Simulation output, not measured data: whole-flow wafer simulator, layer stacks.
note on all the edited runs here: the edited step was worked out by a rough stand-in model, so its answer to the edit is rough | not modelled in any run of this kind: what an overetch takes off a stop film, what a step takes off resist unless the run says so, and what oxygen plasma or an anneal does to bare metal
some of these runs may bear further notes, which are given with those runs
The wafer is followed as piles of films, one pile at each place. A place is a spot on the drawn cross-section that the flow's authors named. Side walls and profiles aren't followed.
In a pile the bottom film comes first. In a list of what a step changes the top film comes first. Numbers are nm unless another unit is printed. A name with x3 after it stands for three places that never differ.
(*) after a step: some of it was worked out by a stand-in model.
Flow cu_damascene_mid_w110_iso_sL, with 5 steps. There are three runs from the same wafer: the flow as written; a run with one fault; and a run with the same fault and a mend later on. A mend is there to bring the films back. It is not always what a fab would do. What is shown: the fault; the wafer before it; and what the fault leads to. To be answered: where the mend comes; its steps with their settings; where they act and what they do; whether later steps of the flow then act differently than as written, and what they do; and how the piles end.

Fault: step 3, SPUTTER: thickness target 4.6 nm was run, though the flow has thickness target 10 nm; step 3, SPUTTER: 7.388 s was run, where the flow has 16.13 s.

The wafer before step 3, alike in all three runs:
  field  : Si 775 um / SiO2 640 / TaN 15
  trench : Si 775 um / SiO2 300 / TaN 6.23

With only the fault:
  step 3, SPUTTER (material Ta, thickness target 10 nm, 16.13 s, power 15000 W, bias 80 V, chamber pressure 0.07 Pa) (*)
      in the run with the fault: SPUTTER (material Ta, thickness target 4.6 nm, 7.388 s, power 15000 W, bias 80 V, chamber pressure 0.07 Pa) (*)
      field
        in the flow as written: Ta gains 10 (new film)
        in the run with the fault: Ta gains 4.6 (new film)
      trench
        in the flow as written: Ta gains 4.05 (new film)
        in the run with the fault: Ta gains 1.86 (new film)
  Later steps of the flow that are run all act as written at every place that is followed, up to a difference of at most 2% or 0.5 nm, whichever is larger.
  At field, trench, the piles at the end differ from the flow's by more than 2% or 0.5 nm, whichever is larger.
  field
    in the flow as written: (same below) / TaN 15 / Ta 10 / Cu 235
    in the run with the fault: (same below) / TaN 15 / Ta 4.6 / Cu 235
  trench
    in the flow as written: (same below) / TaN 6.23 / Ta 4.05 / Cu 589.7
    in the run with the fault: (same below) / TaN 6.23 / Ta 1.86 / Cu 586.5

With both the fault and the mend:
  The mend follows step 3.
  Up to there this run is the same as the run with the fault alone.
  step 3a, SPUTTER (material Ta, thickness target 5.4 nm, 8.742 s, power 15000 W, bias 80 V, chamber pressure 0.07 Pa) (*) (a further turn of the flow's step 3, with different settings)
      field
        Ta gains 5.4
      trench
        Ta gains 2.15
  Later steps of the flow that are run all act as written at every place that is followed.
  When the end is reached, the piles differ only a little from the flow's at the places that both follow, at most by 2% or 0.5 nm, whichever is larger.
